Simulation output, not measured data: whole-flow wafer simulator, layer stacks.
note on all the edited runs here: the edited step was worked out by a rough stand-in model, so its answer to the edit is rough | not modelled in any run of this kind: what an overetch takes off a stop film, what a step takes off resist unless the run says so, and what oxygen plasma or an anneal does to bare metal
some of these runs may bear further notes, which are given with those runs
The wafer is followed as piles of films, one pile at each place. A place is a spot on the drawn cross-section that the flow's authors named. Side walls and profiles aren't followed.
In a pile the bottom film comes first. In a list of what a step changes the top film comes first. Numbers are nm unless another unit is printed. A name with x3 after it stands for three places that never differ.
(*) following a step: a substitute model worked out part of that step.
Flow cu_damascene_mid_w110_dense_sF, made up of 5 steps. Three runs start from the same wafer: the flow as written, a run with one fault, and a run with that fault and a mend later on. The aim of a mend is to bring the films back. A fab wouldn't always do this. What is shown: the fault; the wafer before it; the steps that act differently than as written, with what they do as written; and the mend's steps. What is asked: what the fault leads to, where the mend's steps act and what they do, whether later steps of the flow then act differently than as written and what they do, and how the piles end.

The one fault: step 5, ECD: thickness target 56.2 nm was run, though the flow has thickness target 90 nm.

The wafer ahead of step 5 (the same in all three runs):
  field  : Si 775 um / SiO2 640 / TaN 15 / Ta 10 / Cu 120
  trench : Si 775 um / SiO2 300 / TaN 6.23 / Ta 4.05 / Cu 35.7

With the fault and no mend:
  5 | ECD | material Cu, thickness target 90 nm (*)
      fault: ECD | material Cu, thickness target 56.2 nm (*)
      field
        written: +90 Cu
        fault: +56.2 Cu
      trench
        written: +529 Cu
        fault: +495.2 Cu
  Later steps of the flow that are run all act as written at every place that is followed.
  The piles end different from the flow's at field, trench by more than 2% or 0.5 nm, whichever is larger.
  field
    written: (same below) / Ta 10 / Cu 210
    fault: (same below) / Ta 10 / Cu 176.2
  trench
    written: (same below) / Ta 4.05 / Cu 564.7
    fault: (same below) / Ta 4.05 / Cu 530.9

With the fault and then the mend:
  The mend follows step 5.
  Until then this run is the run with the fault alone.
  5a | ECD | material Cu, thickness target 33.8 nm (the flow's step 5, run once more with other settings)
      field, trench
        +33.8 Cu
  Later steps of the flow that are run all act as written at every place that is followed.
  By the end, the piles equal the flow's at every place that both follow.
